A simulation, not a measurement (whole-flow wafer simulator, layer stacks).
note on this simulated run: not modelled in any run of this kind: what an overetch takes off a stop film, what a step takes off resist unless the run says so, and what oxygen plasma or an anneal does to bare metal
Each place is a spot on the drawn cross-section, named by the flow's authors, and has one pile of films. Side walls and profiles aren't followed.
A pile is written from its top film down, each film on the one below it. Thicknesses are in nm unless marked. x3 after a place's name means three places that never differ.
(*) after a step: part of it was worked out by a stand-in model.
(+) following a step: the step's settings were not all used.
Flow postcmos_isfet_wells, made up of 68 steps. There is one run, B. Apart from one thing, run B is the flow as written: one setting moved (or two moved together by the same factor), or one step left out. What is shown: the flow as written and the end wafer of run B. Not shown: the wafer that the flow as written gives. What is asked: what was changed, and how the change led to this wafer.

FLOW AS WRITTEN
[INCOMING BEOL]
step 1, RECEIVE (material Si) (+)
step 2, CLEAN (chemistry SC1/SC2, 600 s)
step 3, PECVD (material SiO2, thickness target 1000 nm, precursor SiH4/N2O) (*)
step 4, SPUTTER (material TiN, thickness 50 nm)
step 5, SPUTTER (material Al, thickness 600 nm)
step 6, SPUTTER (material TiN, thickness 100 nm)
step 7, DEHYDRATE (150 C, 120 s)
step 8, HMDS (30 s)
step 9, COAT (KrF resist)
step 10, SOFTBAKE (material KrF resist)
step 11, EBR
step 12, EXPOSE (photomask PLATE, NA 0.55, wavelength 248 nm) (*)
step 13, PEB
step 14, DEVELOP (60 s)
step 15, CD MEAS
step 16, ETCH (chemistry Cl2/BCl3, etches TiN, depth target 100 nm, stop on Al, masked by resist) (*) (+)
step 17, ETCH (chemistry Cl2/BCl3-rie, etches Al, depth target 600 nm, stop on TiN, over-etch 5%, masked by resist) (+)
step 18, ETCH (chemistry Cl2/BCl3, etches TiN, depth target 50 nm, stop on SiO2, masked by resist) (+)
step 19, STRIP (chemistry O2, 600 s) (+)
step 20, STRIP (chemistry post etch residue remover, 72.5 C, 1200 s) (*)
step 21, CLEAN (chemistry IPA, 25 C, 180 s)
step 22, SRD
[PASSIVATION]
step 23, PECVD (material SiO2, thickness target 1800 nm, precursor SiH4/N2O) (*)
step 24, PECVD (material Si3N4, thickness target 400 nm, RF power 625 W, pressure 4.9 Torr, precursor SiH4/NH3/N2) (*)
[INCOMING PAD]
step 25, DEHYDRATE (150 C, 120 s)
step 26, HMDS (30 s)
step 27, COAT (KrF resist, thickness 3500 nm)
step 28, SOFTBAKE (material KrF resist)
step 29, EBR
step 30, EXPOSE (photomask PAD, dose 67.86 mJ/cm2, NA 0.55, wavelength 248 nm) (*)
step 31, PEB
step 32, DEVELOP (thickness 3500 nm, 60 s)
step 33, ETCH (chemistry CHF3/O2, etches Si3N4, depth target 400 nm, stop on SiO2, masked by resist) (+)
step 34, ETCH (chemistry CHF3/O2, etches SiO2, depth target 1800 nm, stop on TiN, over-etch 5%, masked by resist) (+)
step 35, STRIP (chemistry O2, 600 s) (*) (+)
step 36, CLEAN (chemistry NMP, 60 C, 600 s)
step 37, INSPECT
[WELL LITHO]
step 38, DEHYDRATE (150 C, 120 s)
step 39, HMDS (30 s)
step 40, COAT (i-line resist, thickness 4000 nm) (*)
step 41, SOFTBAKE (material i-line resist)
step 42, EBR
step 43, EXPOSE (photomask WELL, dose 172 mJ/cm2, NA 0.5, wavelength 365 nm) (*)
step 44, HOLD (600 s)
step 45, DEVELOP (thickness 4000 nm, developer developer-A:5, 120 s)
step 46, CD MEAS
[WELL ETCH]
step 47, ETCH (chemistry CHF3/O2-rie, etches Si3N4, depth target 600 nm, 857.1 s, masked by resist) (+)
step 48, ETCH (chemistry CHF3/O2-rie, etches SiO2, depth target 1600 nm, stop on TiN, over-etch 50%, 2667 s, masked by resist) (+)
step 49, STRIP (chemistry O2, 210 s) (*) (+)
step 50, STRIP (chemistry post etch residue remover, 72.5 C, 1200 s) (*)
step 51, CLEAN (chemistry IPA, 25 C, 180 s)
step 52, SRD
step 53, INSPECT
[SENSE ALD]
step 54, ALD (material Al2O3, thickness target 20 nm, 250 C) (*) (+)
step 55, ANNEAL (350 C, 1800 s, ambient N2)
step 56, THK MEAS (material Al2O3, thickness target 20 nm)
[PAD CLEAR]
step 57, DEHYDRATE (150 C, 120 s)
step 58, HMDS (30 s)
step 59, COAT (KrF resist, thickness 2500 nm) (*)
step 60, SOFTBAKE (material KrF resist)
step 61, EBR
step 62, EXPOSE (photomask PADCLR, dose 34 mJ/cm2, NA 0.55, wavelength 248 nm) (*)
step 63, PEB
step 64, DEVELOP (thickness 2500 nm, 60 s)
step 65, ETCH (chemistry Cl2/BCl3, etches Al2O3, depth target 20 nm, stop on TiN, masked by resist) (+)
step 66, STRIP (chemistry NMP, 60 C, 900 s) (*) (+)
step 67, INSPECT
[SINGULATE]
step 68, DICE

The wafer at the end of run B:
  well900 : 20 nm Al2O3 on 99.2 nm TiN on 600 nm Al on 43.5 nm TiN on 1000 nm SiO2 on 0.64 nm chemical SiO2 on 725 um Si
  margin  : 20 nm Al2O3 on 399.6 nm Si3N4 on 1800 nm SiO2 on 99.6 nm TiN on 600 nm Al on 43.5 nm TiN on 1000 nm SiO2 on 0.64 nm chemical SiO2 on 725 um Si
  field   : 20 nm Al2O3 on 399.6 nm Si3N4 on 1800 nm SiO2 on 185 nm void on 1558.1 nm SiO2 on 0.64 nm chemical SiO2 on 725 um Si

Cause: step 4, SPUTTER: thickness 43.5 nm was run, while the flow as written has thickness 50 nm.
One can read it off the wafer: well900 has TiN 43.5, and step 4 as written asks for 50 nm.

How this came from the change, step by step:
  step 4, SPUTTER (material TiN, thickness 50 nm)
      field, margin, well900, well1300 x3, pad_rim, pad_clr, pad_open: +43.5 TiN (new film) (it would be, as written: +50 TiN (new film))
  step 18, ETCH (chemistry Cl2/BCl3, etches TiN, depth target 50 nm, stop on SiO2, masked by resist) (+)
      field: -43.5 TiN (all of it) (it would be, as written: -50 TiN (all of it))
  step 23, PECVD (material SiO2, thickness target 1800 nm, precursor SiH4/N2O) (*)
      field: +1800 SiO2 (new film), +185 void (new film), +558.1 SiO2 (it would be, as written: +1800 SiO2 (new film), +189.9 void (new film), +559.7 SiO2)
